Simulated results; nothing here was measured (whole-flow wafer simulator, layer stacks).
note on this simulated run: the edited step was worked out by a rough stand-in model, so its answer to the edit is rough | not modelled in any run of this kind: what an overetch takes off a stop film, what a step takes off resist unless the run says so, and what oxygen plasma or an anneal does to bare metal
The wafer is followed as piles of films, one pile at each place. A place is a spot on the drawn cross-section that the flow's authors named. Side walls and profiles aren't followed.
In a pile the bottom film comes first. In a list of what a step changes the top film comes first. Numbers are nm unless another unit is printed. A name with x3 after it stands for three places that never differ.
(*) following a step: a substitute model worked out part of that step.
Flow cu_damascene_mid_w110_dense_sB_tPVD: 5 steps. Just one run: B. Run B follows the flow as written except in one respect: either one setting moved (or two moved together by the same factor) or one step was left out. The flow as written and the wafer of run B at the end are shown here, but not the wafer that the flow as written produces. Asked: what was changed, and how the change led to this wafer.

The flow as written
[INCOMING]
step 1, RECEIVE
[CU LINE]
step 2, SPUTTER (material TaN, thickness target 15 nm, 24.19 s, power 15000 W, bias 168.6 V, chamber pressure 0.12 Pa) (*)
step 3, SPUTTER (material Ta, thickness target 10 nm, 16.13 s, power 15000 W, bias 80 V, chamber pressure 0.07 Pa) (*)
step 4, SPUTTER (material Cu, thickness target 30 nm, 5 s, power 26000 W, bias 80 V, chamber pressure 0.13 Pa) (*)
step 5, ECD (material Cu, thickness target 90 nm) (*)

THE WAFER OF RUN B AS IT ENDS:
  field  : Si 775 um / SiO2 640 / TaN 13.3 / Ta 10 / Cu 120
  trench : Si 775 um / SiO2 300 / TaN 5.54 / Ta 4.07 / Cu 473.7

Cause: step 2, SPUTTER: power 13340 W was run, while the flow as written has power 15000 W.

The path from the change to this, step by step:
  step 2, SPUTTER (material TaN, thickness target 15 nm, 24.19 s, power 15000 W, bias 168.6 V, chamber pressure 0.12 Pa) (*)
      field: +13.3 TaN (new film) (it would be, as written: +15 TaN (new film))
      trench: +5.54 TaN (new film) (it would be, as written: +6.23 TaN (new film))
